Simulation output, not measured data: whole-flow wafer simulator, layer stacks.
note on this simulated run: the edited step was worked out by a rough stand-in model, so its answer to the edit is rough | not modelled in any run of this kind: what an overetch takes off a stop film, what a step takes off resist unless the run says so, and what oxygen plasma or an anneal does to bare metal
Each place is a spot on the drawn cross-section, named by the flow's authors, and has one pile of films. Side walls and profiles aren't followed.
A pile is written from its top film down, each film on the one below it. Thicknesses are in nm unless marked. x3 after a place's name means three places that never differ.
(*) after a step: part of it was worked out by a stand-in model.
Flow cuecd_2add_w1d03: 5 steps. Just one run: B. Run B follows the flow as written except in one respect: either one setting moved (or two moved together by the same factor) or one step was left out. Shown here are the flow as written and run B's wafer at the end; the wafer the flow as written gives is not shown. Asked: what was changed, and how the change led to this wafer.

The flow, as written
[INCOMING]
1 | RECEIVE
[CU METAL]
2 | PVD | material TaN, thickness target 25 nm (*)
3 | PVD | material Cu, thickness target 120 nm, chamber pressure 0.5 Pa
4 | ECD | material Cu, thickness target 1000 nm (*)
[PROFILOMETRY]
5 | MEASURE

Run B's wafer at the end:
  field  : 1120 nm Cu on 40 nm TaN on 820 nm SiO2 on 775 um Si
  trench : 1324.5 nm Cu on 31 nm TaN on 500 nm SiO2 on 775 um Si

What caused this: step 2, PVD: thickness target 40 nm was run, while the flow as written has thickness target 25 nm.
One can read it off the wafer: field has TaN 40, and step 2 as written asks for 25 nm.

Step by step, how the change led to this:
  2 | PVD | material TaN, thickness target 25 nm (*)
      field: TaN gains 40 (new film) (as written it would have been: TaN gains 25 (new film))
      trench: TaN gains 31 (new film) (as written it would have been: TaN gains 19.4 (new film))
